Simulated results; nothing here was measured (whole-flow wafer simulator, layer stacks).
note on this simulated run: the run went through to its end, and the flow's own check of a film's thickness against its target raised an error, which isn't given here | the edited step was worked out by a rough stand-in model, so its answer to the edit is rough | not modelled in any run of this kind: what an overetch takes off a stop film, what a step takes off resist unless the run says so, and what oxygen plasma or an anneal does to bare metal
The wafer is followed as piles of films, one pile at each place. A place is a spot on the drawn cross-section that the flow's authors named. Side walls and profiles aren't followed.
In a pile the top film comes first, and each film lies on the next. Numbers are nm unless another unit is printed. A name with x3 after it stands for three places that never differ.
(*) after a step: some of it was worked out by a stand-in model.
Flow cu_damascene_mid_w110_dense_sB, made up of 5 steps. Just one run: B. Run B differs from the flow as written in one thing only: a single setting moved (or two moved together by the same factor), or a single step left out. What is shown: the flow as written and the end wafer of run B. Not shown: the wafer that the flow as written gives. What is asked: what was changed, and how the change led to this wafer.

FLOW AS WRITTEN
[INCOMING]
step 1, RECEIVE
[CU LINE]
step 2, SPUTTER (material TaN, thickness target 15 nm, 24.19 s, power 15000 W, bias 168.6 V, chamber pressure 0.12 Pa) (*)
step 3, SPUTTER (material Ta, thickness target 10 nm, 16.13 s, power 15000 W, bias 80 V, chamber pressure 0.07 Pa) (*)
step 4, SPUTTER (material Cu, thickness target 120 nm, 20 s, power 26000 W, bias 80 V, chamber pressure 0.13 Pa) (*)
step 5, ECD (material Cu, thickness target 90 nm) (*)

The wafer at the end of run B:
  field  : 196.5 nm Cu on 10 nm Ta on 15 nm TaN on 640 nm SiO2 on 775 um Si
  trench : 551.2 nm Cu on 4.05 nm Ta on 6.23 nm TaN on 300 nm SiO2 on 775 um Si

What caused this: step 5, ECD: thickness target 76.5 nm was run, though the flow has thickness target 90 nm.

How this came from the change, step by step:
  step 5, ECD (material Cu, thickness target 90 nm) (*)
      field: Cu gains 76.5 (it would be, as written: Cu gains 90)
      trench: Cu gains 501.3 (it would be, as written: Cu gains 514.8)
